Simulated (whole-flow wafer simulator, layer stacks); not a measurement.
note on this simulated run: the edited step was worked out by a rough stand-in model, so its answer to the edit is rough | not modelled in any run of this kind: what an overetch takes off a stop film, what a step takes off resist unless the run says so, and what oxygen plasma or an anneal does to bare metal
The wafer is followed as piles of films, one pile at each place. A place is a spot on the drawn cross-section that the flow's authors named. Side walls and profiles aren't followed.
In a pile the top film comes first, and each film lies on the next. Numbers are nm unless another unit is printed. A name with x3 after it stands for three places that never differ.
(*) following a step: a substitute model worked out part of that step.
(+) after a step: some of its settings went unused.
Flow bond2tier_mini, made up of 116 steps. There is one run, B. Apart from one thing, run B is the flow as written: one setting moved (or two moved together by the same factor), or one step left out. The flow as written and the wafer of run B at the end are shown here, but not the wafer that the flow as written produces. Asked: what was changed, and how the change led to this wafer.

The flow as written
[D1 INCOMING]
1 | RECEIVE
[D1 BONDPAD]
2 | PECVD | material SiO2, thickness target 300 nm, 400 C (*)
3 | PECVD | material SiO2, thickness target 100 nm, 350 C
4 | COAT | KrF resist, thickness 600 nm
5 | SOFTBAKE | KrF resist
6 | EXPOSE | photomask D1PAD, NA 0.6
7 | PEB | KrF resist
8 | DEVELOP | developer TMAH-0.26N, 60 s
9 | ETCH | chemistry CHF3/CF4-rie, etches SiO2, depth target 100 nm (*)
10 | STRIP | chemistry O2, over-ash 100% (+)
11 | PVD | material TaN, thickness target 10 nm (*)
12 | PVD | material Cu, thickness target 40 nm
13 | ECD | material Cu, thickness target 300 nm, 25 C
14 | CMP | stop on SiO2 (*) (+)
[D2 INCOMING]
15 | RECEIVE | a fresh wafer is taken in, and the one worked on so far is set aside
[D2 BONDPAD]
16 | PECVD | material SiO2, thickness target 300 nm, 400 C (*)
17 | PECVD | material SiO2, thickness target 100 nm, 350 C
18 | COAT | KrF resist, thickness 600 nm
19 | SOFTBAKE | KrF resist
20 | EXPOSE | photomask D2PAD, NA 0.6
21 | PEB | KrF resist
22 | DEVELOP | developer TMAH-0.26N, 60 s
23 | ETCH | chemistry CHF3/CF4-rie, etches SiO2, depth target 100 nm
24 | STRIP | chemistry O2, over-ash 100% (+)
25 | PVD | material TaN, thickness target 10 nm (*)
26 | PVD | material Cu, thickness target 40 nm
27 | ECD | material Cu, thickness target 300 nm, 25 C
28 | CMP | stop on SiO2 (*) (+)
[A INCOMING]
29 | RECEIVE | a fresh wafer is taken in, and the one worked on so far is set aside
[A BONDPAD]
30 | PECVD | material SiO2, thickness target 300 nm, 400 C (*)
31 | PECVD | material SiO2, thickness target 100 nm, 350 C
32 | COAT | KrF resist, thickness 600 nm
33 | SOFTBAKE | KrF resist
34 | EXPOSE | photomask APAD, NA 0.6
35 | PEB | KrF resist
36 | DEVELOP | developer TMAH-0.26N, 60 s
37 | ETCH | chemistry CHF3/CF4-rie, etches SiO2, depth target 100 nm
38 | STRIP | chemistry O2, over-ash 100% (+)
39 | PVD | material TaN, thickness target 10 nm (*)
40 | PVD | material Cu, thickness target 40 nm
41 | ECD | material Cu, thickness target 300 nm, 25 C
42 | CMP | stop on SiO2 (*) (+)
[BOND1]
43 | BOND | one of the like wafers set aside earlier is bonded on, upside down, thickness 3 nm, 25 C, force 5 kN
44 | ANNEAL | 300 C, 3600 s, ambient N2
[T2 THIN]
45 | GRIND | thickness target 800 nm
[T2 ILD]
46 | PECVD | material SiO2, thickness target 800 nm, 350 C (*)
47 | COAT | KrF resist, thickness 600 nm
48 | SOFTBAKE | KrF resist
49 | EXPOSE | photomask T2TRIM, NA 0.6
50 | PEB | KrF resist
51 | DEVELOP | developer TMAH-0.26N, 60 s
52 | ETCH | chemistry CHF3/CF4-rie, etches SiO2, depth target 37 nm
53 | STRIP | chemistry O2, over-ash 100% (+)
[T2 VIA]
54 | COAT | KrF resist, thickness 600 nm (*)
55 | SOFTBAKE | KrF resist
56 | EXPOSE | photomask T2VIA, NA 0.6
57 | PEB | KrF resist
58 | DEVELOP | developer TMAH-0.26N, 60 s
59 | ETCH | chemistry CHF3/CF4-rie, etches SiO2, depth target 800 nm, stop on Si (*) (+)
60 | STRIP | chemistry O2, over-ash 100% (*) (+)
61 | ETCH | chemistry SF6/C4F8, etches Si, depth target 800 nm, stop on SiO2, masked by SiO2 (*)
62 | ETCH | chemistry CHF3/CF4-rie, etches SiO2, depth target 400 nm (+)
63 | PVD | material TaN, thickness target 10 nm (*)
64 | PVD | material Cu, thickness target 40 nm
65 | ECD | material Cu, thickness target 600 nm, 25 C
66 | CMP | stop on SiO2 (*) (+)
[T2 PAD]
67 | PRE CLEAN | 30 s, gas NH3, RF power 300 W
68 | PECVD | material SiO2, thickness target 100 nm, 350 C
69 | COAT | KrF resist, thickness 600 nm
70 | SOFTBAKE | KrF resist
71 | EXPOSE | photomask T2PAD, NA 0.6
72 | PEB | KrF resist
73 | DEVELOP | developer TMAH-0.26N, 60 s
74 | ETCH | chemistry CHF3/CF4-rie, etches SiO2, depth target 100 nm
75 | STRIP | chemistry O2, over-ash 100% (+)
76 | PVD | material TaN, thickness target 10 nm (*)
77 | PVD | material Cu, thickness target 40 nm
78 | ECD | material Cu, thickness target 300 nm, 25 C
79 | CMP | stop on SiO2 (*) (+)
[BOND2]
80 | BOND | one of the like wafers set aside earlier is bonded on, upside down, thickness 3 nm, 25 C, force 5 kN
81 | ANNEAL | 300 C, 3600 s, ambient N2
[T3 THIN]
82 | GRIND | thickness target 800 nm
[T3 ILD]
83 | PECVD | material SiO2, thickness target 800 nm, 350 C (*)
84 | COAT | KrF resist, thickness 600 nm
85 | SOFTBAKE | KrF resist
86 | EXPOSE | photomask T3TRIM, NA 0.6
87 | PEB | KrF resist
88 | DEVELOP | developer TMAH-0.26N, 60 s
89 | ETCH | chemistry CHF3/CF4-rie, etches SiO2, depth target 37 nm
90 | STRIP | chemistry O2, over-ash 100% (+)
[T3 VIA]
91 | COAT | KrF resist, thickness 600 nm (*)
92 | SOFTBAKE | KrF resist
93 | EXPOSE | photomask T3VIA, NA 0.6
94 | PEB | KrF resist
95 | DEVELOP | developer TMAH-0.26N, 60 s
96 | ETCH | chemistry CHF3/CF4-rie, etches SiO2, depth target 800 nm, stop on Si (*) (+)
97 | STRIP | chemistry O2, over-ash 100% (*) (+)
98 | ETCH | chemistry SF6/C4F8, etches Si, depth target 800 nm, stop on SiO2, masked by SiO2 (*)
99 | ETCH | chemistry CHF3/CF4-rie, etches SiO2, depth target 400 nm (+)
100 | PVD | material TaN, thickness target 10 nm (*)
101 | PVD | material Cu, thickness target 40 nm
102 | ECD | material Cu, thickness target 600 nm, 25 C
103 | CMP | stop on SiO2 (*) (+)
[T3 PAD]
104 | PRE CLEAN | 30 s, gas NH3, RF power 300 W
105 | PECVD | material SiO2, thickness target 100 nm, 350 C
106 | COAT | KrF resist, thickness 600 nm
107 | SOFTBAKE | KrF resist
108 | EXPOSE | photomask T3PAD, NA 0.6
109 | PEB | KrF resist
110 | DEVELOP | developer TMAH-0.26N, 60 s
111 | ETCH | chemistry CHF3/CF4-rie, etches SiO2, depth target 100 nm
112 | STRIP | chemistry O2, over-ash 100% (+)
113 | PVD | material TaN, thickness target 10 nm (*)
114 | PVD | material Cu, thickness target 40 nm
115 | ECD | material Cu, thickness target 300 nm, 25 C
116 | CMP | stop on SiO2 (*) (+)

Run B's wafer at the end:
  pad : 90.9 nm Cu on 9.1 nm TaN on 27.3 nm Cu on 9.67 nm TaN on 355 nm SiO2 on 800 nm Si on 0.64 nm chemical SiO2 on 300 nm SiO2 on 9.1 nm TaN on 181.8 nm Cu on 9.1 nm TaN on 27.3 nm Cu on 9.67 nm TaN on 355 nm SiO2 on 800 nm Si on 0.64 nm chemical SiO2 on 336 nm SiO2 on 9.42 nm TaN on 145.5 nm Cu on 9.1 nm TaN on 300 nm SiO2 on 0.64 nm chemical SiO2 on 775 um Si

The reason: step 9, ETCH: depth target 64 nm was run, though the flow has depth target 100 nm.

Step by step, how the change led to this:
  9 | ETCH | chemistry CHF3/CF4-rie, etches SiO2, depth target 100 nm (*)
      pad, via: SiO2 loses 64 (in the flow as written it would be: SiO2 loses 100)
      field: KrF resist loses 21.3 (in the flow as written it would be: KrF resist loses 33.3)
  10 | STRIP | chemistry O2, over-ash 100% (+)
      field: KrF resist loses 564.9 (all of it) (in the flow as written it would be: KrF resist loses 552.9 (all of it))
  12 | PVD | material Cu, thickness target 40 nm
      pad: Cu gains 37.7 (new film) (in the flow as written it would be: Cu gains 36.4 (new film))
  13 | ECD | material Cu, thickness target 300 nm, 25 C
      pad: Cu gains 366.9 (in the flow as written it would be: Cu gains 404.5)
      via: Cu gains 364 (in the flow as written it would be: Cu gains 400.2)
  43 | BOND | one of the like wafers set aside earlier is bonded on, upside down, thickness 3 nm, 25 C, force 5 kN
      pad: Si gains 775 um (new film), chemical SiO2 gains 0.64 (new film), SiO2 gains 336 (new film), TaN gains 9.42 (new film), Cu gains 54.6 (in the flow as written it would be: Si gains 775 um (new film), chemical SiO2 gains 0.64 (new film), SiO2 gains 300 (new film), TaN gains 9.1 (new film), Cu gains 90.9)
      via: Si gains 775 um (new film), chemical SiO2 gains 0.64 (new film), SiO2 gains 336 (new film), TaN gains 9.99 (new film), Cu gains 54 (in the flow as written it would be: Si gains 775 um (new film), chemical SiO2 gains 0.64 (new film), SiO2 gains 300 (new film), TaN gains 9.97 (new film), Cu gains 90)
